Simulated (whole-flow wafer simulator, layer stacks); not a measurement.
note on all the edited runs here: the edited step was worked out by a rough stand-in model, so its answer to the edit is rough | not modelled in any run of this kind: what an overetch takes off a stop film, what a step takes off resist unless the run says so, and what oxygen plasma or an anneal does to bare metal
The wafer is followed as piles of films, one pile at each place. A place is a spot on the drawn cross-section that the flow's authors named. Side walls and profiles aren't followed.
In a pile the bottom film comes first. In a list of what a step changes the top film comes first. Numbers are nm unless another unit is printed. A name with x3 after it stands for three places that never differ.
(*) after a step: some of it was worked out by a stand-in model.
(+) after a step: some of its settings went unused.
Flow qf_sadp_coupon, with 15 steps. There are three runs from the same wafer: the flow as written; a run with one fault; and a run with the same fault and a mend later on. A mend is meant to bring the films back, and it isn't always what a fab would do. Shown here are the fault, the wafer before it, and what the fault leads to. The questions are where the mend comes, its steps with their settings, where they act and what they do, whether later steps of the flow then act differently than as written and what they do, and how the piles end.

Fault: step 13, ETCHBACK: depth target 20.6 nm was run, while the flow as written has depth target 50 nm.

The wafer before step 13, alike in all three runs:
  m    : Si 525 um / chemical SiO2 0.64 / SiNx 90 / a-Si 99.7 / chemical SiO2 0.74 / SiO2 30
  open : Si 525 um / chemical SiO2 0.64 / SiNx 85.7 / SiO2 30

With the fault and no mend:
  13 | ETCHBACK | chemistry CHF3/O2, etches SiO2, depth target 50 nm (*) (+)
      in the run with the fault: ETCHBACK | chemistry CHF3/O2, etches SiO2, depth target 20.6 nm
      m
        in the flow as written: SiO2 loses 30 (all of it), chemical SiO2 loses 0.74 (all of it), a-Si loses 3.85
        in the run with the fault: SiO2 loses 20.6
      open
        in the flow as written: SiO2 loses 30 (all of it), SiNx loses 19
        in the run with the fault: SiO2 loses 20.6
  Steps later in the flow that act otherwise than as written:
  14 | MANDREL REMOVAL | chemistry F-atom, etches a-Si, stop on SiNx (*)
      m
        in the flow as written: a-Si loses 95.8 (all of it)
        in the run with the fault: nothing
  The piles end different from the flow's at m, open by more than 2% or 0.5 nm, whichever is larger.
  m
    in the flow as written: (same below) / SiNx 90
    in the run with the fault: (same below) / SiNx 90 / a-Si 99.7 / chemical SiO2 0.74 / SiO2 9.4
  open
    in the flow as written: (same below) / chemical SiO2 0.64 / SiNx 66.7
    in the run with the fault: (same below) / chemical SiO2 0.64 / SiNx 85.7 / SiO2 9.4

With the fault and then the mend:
  The mend stands after step 13.
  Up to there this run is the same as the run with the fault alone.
  13a | ETCHBACK | chemistry CHF3/O2, etches SiO2, depth target 29.4 nm (*) (+) (the flow's step 13 again, with other settings)
      m
        SiO2 loses 9.4 (all of it), chemical SiO2 loses 0.74 (all of it), a-Si loses 3.85
      open
        SiO2 loses 9.4 (all of it), SiNx loses 19
  Every later step of the flow that is run acts as written at every place that is followed.
  By the end, the piles equal the flow's at every place that both follow.
